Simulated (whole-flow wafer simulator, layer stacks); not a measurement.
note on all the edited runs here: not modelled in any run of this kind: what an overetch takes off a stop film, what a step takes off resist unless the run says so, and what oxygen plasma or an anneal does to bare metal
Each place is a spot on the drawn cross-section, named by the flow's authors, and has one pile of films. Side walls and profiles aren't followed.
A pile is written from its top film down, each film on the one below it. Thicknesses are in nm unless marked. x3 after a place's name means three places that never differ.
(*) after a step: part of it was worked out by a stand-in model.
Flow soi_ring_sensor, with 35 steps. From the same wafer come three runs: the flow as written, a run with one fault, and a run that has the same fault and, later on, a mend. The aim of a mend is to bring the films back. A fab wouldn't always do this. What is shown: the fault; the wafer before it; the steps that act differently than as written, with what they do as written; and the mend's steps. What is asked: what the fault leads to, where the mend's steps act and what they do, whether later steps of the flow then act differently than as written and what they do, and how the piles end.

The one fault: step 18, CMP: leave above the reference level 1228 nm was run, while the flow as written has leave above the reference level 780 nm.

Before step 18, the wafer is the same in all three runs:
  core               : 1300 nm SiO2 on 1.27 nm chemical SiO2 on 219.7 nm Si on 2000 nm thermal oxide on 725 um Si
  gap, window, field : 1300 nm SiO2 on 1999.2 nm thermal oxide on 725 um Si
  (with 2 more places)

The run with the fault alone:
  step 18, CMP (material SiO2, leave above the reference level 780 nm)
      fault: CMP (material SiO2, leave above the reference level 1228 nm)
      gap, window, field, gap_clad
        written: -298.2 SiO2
        fault: nothing
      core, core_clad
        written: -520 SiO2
        fault: -72 SiO2
  Later steps of the flow acting differently than as written (not shown: 1 more step that differs only slightly, by at most 2% or 0.5 nm, whichever is larger):
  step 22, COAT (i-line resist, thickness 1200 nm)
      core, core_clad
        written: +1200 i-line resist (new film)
        fault: +1070.3 i-line resist (new film)
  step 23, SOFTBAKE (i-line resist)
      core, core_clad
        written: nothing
        fault: -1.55 i-line resist
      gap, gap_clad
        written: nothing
        fault: -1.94 i-line resist
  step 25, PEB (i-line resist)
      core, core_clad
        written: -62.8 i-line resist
        fault: -55.7 i-line resist
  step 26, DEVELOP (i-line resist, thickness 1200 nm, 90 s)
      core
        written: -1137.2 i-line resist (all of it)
        fault: -1013.1 i-line resist (all of it)
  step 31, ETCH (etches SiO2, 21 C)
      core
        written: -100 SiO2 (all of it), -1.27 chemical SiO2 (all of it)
        fault: -462 SiO2
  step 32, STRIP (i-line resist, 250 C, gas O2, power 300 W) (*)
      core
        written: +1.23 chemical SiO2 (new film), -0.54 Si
        fault: nothing
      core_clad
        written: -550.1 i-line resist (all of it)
        fault: -426.3 i-line resist (all of it)
  By the end, the piles at core, field, core_clad depart from the flow's by more than 2% or 0.5 nm, whichever is larger.
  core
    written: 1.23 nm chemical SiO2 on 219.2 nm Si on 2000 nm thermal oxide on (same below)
    fault: 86 nm SiO2 on 1.27 nm chemical SiO2 on 219.7 nm Si on 2000 nm thermal oxide on (same below)
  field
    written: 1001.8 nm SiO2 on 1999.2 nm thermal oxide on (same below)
    fault: 1300 nm SiO2 on 1999.2 nm thermal oxide on (same below)
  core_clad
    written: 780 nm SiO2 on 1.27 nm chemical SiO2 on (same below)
    fault: 1228 nm SiO2 on 1.27 nm chemical SiO2 on (same below)

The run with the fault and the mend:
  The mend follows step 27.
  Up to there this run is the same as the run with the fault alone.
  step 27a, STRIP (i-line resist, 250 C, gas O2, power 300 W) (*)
      field
        -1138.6 i-line resist (all of it)
      core_clad
        -1013.1 i-line resist (all of it)
      gap_clad
        -1155.7 i-line resist (all of it)
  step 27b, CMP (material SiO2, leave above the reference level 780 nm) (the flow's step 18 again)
      gap, window, field, gap_clad
        -298.2 SiO2
      core, core_clad
        -448 SiO2
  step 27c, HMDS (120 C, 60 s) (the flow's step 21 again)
      alters no film at any place that is followed
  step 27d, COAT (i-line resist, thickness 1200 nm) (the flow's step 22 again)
      core, gap, window, field, core_clad, gap_clad
        +1200 i-line resist (new film)
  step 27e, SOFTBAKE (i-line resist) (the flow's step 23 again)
      alters no film at any place that is followed
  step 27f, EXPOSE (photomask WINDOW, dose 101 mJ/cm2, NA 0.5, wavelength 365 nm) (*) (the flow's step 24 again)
      alters no film at any place that is followed
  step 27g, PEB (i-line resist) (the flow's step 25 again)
      core, gap, window, field, core_clad, gap_clad
        -62.8 i-line resist
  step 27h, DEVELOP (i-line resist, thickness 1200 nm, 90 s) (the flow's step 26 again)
      core, gap, window
        -1137.2 i-line resist (all of it)
      field, core_clad, gap_clad
        -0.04 i-line resist
  Every later step of the flow that is run acts as written at every place that is followed.
  By the end, the piles equal the flow's at every place that both follow.
